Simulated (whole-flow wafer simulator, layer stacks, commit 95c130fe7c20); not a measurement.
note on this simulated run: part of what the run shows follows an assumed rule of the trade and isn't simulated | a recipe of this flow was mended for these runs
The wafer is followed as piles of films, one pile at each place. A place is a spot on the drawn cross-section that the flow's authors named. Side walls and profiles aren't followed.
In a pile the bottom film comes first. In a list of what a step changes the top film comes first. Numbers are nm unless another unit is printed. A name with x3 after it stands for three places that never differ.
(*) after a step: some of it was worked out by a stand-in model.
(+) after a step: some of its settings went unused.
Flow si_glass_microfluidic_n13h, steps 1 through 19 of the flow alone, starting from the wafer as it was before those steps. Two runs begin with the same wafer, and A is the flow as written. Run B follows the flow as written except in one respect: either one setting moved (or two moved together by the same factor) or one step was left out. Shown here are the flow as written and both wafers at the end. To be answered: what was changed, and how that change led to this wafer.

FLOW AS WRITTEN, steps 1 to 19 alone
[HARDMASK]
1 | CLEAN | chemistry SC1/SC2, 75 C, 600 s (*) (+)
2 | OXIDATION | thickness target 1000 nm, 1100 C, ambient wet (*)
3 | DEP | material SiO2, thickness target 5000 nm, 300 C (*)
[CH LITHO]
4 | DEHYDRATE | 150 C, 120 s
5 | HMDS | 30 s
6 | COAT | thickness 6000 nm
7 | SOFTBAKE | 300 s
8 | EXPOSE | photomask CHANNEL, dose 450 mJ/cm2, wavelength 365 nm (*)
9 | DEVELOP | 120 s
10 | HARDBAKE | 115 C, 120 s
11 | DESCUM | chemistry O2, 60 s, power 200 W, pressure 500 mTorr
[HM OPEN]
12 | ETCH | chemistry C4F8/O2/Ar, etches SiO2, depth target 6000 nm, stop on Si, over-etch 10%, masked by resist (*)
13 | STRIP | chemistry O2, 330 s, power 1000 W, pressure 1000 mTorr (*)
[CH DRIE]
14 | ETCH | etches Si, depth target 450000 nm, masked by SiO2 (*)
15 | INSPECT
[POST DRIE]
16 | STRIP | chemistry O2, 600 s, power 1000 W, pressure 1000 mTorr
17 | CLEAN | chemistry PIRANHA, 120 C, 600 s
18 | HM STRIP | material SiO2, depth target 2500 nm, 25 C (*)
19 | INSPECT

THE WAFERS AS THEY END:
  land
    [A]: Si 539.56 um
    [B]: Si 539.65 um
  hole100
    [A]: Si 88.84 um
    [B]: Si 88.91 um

What caused this: step 2, OXIDATION: thickness target 784 nm was run, whereas the flow has thickness target 1000 nm.

The path from the change to this, step by step:
  2 | OXIDATION | thickness target 1000 nm, 1100 C, ambient wet (*)
      land, hole100: A +1000 SiO2 (new film), -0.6 chemical SiO2 (all of it), -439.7 Si | B +784 SiO2 (new film), -0.6 chemical SiO2 (all of it), -344.7 Si
  12 | ETCH | chemistry C4F8/O2/Ar, etches SiO2, depth target 6000 nm, stop on Si, over-etch 10%, masked by resist (*)
      land: A -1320 thick-i-line-resist | B -1272.5 thick-i-line-resist
      hole100: A -6000 SiO2 (all of it), -75 Si | B -5784 SiO2 (all of it), -102 Si
  18 | HM STRIP | material SiO2, depth target 2500 nm, 25 C (*)
      land: A -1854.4 SiO2 (all of it) | B -1639 SiO2 (all of it)
